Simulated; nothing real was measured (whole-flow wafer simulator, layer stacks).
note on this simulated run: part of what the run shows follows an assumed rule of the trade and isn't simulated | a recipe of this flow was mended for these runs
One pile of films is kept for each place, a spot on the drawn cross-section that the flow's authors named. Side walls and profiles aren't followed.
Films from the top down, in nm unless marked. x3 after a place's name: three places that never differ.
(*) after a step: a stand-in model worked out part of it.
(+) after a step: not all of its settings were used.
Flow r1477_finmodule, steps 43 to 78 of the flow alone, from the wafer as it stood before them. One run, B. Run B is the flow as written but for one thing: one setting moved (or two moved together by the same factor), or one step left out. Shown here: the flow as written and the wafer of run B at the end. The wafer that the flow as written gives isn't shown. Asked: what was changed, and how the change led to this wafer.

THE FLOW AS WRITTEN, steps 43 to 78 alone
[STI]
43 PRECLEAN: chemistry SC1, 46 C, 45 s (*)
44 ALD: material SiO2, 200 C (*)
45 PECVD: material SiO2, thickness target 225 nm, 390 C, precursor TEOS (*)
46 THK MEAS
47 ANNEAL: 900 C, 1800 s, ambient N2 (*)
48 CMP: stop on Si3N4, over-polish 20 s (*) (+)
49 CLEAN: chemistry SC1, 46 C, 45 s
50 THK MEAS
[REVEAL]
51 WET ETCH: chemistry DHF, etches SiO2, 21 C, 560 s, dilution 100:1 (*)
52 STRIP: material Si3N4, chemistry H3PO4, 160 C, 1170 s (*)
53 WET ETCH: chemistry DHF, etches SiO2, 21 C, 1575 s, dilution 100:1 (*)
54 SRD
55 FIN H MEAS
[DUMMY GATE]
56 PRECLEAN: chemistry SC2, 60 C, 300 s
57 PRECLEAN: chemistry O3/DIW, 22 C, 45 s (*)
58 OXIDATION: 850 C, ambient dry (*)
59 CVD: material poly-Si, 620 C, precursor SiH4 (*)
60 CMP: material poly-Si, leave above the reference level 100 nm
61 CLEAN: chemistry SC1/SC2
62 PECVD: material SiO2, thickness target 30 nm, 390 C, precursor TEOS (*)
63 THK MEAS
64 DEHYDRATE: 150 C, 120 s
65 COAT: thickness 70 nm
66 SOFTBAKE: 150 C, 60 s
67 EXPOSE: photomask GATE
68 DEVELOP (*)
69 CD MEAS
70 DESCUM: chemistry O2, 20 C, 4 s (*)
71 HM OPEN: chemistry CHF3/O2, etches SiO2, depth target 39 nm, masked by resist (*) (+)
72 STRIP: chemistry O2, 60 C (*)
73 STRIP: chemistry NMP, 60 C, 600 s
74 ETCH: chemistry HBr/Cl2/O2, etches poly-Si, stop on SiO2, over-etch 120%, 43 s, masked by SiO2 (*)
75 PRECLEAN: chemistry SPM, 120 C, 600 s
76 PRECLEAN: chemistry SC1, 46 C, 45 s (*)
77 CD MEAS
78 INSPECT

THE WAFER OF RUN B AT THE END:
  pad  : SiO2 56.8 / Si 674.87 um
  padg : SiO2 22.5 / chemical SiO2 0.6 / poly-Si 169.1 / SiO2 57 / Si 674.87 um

The cause: step 45, PECVD: thickness target 127 nm was run, where the flow has thickness target 225 nm.

How the change led to this, step by step:
  45 PECVD: material SiO2, thickness target 225 nm, 390 C, precursor TEOS (*)
      pad, padg, elg x4 and 30 more: SiO2 +127 (as written it would be: SiO2 +225)
  47 ANNEAL: 900 C, 1800 s, ambient N2 (*)
      esg x3, e200sg, s40cg x3, s40sg x3, eso x3, e200so, s40co x3, s40so x3: SiO2 -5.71 (as written it would be: SiO2 -10.1)
      pad, padg, elg x4, s40sg_line x3, elo x4, s40so_line x3: SiO2 -5.72 (as written it would be: SiO2 -10.1)
  48 CMP: stop on Si3N4, over-polish 20 s (*) (+)
      pad, padg: nothing (as written it would be: SiO2 -79.4)
      elg x4, esg x3, e200sg, elo x4, eso x3, e200so: SiO2 -154 (as written it would be: SiO2 -247.6)
      (and at 18 more places)
  60 CMP: material poly-Si, leave above the reference level 100 nm
      pad, padg: poly-Si -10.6 (as written it would be: poly-Si -24.8)
  74 ETCH: chemistry HBr/Cl2/O2, etches poly-Si, stop on SiO2, over-etch 120%, 43 s, masked by SiO2 (*)
      pad: chemical SiO2 -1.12 (all of it), poly-Si -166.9 (all of it), SiO2 -0.1 (as written it would be: chemical SiO2 -1.12 (all of it), poly-Si -152.8 (all of it), SiO2 -0.17)
